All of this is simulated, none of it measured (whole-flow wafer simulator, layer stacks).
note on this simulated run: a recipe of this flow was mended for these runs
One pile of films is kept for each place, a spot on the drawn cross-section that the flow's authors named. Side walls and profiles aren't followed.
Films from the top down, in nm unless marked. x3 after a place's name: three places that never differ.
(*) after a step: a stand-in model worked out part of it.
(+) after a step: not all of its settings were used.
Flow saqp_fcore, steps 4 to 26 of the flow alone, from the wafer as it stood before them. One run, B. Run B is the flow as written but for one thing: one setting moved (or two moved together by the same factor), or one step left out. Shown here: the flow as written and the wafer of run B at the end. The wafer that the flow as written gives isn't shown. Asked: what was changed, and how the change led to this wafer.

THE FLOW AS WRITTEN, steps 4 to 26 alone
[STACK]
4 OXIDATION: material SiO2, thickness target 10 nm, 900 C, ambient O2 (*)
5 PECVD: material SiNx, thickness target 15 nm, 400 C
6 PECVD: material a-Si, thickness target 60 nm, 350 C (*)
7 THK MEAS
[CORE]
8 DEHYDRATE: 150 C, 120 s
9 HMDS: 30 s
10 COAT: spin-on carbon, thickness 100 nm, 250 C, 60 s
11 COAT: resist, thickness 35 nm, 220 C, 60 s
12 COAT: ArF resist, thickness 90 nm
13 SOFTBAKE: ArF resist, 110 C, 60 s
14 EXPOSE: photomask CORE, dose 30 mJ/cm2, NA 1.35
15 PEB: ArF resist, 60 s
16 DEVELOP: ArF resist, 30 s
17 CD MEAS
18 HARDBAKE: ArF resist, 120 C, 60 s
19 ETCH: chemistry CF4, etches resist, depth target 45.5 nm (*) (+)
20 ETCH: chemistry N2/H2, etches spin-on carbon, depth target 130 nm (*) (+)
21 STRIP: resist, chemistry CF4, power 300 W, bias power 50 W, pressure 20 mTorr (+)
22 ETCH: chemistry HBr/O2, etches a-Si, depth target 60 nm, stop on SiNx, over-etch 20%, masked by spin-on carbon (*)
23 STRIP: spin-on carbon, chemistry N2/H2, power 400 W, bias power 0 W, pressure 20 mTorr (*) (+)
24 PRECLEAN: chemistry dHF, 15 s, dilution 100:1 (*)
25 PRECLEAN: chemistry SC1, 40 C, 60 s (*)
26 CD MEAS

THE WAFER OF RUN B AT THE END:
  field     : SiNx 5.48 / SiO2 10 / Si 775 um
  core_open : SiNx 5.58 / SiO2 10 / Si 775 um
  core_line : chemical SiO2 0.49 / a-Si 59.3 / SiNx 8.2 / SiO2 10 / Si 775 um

The cause: step 5, PECVD: thickness target 8.2 nm was run, where the flow has thickness target 15 nm.
It can be read off the wafer: core_line has SiNx 8.2, and step 5 as written asks for 15 nm.

How the change led to this, step by step:
  5 PECVD: material SiNx, thickness target 15 nm, 400 C
      field, core_open, core_line: SiNx +8.2 (new film) (as written it would be: SiNx +15 (new film))
